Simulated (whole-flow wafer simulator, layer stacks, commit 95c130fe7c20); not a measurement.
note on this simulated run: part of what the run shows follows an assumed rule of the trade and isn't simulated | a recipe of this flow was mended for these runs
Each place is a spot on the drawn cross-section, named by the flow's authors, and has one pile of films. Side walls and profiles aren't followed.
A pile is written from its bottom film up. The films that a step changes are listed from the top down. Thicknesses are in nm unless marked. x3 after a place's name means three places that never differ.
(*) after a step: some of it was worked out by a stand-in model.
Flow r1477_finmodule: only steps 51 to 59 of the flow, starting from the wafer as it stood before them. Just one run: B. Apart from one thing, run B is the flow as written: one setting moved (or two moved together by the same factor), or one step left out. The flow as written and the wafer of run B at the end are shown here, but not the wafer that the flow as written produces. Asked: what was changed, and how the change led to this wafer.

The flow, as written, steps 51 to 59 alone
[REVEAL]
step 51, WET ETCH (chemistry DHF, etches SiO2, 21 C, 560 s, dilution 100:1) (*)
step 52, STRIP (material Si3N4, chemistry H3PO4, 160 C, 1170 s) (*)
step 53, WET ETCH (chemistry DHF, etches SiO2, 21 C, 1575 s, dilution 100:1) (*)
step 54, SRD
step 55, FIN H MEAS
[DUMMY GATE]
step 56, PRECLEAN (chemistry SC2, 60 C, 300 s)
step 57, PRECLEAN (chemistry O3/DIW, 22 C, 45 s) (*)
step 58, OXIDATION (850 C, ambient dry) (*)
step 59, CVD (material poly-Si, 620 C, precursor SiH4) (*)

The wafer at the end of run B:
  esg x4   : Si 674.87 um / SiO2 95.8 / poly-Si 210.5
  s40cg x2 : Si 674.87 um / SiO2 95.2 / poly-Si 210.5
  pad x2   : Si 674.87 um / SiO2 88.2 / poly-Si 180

What caused this: step 53, WET ETCH: 1260 s was run, though the flow has 1575 s.

The path from the change to this, step by step:
  step 53, WET ETCH (chemistry DHF, etches SiO2, 21 C, 1575 s, dilution 100:1) (*)
      esg x4, e100sg x2, e200sg x2 and 12 more: SiO2 loses 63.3 (it would be, as written: SiO2 loses 79.1)
      pad x2: SiO2 loses 68.6 (it would be, as written: SiO2 loses 85.7)
  step 59, CVD (material poly-Si, 620 C, precursor SiH4) (*)
      esg x4, e100sg x2, s40cg x2, s40sg x2, s45cg x2, s45sg x2, s50cg x2, s50sg x2: poly-Si gains 210.5 (new film) (it would be, as written: poly-Si gains 226.3 (new film))
      e200sg x2: poly-Si gains 203.4 (new film) (it would be, as written: poly-Si gains 219.2 (new film))
